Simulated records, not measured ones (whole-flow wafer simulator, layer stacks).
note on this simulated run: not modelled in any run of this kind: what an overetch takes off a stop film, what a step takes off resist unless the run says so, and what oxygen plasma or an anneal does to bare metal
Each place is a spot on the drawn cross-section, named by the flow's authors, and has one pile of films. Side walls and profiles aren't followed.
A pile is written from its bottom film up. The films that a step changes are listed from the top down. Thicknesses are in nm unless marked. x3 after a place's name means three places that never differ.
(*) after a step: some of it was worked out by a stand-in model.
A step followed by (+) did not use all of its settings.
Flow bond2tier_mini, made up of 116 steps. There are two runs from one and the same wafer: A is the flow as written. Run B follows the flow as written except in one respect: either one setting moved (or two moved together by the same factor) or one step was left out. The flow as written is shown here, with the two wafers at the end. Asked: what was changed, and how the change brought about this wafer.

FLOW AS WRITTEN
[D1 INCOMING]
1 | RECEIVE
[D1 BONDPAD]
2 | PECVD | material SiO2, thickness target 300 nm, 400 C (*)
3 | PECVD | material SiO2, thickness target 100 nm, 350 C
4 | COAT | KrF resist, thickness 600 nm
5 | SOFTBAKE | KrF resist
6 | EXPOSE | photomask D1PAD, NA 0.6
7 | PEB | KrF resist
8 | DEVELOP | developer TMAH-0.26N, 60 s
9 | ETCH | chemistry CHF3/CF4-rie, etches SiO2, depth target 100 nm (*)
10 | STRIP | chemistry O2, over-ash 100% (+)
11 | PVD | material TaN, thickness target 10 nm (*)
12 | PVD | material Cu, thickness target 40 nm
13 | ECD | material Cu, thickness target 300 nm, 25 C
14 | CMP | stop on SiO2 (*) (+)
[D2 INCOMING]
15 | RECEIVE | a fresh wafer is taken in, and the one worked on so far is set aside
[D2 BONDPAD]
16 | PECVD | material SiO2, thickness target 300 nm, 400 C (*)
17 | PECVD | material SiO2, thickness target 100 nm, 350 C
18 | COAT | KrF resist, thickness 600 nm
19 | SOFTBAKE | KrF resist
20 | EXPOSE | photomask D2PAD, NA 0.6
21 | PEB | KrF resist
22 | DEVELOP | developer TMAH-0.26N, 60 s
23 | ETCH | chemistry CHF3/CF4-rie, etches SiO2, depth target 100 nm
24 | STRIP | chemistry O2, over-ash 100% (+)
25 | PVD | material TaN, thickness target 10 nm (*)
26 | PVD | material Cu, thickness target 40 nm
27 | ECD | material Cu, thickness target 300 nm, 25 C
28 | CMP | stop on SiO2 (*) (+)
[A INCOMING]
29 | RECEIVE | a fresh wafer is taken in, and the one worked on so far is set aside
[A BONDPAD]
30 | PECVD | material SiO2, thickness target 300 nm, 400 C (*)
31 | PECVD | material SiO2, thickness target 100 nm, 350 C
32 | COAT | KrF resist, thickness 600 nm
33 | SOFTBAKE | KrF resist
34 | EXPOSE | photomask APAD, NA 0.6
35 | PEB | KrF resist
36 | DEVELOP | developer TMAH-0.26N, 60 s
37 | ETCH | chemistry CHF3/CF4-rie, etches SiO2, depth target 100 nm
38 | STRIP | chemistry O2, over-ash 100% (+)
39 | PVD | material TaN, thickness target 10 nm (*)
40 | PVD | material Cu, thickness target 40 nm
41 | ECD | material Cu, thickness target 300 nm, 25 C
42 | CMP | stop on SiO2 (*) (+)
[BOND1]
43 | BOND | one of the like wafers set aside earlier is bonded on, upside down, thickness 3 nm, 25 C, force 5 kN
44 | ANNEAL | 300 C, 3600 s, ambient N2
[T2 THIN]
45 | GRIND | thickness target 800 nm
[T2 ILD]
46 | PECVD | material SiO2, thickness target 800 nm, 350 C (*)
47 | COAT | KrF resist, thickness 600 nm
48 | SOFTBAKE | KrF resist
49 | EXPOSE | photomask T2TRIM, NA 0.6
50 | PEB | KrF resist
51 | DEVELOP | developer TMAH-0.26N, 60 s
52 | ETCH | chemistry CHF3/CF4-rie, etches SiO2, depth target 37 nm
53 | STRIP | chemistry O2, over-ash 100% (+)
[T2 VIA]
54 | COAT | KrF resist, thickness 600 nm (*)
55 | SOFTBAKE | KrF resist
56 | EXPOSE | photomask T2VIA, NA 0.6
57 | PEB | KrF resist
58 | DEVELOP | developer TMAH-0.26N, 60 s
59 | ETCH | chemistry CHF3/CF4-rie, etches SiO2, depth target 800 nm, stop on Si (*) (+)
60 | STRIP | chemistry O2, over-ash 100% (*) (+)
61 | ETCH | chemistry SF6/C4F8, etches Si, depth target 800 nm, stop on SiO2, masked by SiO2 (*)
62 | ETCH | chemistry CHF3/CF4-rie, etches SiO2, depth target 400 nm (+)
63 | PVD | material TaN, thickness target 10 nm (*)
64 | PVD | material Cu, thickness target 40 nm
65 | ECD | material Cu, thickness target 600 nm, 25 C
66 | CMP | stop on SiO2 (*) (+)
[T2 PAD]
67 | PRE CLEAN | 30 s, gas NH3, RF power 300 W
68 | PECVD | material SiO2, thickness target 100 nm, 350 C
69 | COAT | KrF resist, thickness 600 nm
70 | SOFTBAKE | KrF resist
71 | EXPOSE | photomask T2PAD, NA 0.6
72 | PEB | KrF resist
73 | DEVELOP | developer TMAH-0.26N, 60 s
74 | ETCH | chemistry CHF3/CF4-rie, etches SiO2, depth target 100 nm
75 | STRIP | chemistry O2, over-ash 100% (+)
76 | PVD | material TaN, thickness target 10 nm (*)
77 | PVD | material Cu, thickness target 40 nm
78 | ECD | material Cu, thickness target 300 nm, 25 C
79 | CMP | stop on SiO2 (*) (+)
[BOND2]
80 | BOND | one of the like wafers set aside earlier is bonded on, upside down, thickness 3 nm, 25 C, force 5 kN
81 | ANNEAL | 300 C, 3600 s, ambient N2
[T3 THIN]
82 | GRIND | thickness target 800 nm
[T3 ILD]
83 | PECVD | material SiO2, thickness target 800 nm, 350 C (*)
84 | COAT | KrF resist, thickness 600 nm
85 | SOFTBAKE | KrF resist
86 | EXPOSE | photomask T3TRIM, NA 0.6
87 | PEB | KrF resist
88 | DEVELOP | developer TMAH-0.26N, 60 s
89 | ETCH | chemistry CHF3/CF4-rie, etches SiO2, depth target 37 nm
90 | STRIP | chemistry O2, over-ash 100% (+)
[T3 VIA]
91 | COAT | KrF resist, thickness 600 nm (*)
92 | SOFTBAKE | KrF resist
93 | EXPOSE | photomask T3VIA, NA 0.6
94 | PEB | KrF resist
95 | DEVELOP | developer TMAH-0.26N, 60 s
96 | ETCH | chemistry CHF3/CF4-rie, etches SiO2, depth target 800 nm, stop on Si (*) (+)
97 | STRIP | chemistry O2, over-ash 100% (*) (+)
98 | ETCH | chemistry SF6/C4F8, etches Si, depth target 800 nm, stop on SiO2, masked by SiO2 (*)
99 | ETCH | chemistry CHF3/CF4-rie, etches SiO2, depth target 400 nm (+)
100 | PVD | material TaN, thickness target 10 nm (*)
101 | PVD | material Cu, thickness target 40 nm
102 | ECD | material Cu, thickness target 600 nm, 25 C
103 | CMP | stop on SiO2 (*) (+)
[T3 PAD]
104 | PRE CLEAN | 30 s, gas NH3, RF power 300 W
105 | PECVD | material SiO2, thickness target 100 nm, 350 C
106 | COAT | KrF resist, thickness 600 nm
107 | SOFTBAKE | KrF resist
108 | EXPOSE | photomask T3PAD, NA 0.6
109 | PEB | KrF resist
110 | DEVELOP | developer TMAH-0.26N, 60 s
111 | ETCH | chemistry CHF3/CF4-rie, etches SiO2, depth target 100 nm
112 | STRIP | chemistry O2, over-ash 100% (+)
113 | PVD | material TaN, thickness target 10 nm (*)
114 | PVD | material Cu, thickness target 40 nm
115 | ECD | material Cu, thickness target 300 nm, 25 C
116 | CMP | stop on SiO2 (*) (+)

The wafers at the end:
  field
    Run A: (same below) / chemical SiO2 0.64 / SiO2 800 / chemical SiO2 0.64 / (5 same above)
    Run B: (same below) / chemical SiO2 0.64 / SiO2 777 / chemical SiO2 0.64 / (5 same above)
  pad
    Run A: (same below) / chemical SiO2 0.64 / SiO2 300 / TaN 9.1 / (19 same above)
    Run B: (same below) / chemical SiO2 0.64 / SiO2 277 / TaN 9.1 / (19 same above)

Cause: step 31, PECVD: thickness target 77 nm was run, though the flow has thickness target 100 nm.

Step by step, how the change led to this:
  31 | PECVD | material SiO2, thickness target 100 nm, 350 C
      field, pad, via: A +100 SiO2 | B +77 SiO2
